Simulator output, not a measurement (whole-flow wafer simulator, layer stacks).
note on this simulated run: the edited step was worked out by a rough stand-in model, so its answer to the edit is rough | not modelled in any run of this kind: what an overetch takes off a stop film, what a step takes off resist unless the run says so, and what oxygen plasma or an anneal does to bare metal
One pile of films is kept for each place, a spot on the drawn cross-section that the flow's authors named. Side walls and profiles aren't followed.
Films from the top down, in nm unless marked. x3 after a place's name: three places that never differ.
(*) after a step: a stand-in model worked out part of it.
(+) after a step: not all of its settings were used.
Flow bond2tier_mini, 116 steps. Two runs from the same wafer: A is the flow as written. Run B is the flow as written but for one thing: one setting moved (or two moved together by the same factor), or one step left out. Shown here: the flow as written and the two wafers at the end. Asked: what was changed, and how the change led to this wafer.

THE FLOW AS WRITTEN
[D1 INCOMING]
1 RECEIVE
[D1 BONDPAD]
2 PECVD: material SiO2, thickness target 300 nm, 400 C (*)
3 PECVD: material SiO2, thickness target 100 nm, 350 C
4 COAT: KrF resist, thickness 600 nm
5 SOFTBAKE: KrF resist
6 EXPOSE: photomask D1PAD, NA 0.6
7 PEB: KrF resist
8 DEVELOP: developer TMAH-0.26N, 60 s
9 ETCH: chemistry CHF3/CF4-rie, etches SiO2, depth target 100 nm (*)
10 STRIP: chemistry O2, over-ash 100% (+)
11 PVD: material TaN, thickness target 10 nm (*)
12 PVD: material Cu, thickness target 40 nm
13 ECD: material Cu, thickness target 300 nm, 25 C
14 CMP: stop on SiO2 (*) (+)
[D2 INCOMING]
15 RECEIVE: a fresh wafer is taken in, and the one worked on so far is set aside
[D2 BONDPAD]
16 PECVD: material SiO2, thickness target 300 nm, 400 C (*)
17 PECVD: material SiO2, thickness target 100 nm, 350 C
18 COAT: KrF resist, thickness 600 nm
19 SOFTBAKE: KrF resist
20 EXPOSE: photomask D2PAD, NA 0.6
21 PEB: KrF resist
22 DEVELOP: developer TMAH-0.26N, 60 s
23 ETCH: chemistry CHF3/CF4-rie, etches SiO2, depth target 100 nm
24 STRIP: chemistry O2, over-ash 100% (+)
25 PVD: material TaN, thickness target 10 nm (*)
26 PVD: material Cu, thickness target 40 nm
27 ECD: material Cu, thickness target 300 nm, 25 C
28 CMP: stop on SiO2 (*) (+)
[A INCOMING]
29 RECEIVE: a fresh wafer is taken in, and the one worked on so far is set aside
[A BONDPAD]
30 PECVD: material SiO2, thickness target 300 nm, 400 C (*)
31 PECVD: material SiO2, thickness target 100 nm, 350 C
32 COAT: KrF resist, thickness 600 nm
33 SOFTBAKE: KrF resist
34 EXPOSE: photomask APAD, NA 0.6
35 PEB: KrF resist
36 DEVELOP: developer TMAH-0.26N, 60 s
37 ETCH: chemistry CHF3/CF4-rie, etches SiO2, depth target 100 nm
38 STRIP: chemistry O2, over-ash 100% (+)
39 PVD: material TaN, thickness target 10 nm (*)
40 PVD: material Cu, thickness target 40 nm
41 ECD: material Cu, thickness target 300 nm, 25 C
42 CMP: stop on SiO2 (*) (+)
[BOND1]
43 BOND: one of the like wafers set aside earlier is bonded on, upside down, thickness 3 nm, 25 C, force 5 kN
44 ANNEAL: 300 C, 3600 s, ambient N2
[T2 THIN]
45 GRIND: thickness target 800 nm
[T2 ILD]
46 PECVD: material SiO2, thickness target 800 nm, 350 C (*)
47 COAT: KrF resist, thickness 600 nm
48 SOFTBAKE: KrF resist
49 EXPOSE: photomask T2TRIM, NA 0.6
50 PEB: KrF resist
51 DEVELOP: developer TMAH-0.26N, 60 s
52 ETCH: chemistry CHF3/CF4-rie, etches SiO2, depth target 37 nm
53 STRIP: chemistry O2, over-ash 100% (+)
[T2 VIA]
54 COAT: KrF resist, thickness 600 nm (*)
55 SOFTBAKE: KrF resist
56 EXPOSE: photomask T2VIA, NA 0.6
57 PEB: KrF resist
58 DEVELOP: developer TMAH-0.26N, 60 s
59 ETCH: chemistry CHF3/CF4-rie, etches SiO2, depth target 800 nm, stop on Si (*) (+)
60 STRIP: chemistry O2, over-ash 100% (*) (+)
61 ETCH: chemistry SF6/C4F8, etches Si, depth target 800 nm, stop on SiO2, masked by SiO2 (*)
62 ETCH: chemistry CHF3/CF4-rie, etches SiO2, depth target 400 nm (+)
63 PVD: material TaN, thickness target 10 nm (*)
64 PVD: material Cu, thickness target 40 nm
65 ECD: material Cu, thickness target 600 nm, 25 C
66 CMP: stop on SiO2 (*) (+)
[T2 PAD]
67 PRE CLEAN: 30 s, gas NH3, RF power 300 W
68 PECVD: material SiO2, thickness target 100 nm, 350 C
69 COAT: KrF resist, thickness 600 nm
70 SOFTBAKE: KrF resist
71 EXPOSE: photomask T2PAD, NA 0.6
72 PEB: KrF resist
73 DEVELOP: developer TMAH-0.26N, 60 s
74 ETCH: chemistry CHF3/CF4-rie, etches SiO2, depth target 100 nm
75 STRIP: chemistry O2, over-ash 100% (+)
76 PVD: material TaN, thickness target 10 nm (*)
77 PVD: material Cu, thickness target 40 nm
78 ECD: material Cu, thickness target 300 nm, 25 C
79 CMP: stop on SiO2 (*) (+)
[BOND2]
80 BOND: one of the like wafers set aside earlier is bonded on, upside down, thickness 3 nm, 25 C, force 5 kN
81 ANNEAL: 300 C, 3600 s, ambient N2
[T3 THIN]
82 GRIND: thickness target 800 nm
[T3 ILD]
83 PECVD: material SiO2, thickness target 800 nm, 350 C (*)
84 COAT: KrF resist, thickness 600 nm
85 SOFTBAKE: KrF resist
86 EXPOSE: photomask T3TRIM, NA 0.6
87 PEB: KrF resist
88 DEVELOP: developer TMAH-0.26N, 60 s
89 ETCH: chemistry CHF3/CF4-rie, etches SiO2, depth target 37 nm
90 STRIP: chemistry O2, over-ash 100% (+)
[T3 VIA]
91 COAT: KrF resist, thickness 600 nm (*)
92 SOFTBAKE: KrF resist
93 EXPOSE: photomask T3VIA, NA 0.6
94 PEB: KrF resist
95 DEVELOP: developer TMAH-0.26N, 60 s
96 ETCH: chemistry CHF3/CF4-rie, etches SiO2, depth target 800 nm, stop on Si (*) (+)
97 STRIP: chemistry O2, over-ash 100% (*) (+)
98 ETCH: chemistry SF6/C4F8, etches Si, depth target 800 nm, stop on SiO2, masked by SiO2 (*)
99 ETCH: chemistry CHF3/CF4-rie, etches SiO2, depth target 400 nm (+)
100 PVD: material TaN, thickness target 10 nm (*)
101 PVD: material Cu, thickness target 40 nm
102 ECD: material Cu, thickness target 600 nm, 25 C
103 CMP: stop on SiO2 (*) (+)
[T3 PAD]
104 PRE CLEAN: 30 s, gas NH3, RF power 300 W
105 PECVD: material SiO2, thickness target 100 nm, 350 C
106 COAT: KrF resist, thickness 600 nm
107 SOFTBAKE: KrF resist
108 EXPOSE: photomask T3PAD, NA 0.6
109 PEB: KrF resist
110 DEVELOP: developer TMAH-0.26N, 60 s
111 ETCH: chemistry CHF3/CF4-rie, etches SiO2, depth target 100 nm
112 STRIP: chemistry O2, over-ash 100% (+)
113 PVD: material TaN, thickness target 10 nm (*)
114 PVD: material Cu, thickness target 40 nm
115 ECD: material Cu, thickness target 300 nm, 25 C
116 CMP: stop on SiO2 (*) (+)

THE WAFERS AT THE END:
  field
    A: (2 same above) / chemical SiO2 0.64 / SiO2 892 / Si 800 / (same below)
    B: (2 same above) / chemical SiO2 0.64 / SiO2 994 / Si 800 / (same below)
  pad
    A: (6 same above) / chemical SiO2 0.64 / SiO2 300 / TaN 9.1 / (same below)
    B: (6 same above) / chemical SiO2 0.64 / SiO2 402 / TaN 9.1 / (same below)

The cause: step 16, PECVD: thickness target 402 nm was run, where the flow has thickness target 300 nm.
It can be read off the wafer: pad has SiO2 402, and step 16 as written asks for 300 nm.

How the change led to this, step by step:
  16 PECVD: material SiO2, thickness target 300 nm, 400 C (*)
      field, pad, via: A SiO2 +300 (new film) | B SiO2 +402 (new film)
  80 BOND: one of the like wafers set aside earlier is bonded on, upside down, thickness 3 nm, 25 C, force 5 kN
      field: A Si +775 um (new film), chemical SiO2 +0.64 (new film), SiO2 +400 | B Si +775 um (new film), chemical SiO2 +0.64 (new film), SiO2 +502
      pad: A Si +775 um (new film), chemical SiO2 +0.64 (new film), SiO2 +300 (new film), TaN +9.1 (new film), Cu +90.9 | B Si +775 um (new film), chemical SiO2 +0.64 (new film), SiO2 +402 (new film), TaN +9.1 (new film), Cu +90.9
